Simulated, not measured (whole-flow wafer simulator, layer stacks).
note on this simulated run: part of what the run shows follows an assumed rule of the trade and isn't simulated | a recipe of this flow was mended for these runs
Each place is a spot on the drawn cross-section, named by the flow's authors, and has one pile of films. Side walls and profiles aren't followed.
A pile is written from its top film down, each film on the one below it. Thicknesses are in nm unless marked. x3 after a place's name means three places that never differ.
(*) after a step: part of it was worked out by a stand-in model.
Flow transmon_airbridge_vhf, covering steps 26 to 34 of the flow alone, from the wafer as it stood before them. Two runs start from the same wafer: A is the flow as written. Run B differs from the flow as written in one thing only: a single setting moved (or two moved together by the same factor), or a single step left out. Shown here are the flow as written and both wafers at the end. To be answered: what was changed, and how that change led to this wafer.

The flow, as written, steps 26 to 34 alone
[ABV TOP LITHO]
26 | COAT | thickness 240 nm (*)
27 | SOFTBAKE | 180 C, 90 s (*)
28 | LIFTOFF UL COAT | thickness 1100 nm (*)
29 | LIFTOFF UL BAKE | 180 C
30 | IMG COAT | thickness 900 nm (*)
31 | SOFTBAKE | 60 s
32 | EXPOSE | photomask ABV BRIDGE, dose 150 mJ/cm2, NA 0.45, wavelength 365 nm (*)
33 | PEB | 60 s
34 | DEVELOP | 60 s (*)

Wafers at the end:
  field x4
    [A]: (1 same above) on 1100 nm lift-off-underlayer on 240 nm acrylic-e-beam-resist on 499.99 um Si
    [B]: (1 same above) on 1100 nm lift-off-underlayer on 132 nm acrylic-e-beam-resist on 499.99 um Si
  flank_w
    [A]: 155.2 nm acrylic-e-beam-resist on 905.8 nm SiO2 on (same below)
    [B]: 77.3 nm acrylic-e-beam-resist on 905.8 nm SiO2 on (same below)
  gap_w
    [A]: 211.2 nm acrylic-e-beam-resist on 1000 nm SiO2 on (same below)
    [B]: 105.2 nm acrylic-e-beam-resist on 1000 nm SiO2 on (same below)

What caused this: step 26, COAT: thickness 132 nm was run, whereas the flow has thickness 240 nm.
The wafer lets one read it off: field x4 has acrylic-e-beam-resist 132, and step 26 as written asks for 240 nm.

How this came from the change, step by step:
  26 | COAT | thickness 240 nm (*)
      field x4, trace_open_s x2: A +240 acrylic-e-beam-resist (new film) | B +132 acrylic-e-beam-resist (new film)
      flank_w, flank_e: A +155.2 acrylic-e-beam-resist (new film) | B +77.3 acrylic-e-beam-resist (new film)
      (and at 9 other places as well)
  28 | LIFTOFF UL COAT | thickness 1100 nm (*)
      flank_w: A +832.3 lift-off-underlayer (new film) | B +812.7 lift-off-underlayer (new film)
      flank_e: A +832.5 lift-off-underlayer (new film) | B +812.8 lift-off-underlayer (new film)
  34 | DEVELOP | 60 s (*)
      flank_w: A -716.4 i-line-resist (all of it), -832.3 lift-off-underlayer (all of it) | B -710 i-line-resist (all of it), -812.7 lift-off-underlayer (all of it)
      flank_e: A -716.4 i-line-resist (all of it), -832.5 lift-off-underlayer (all of it) | B -710 i-line-resist (all of it), -812.8 lift-off-underlayer (all of it)
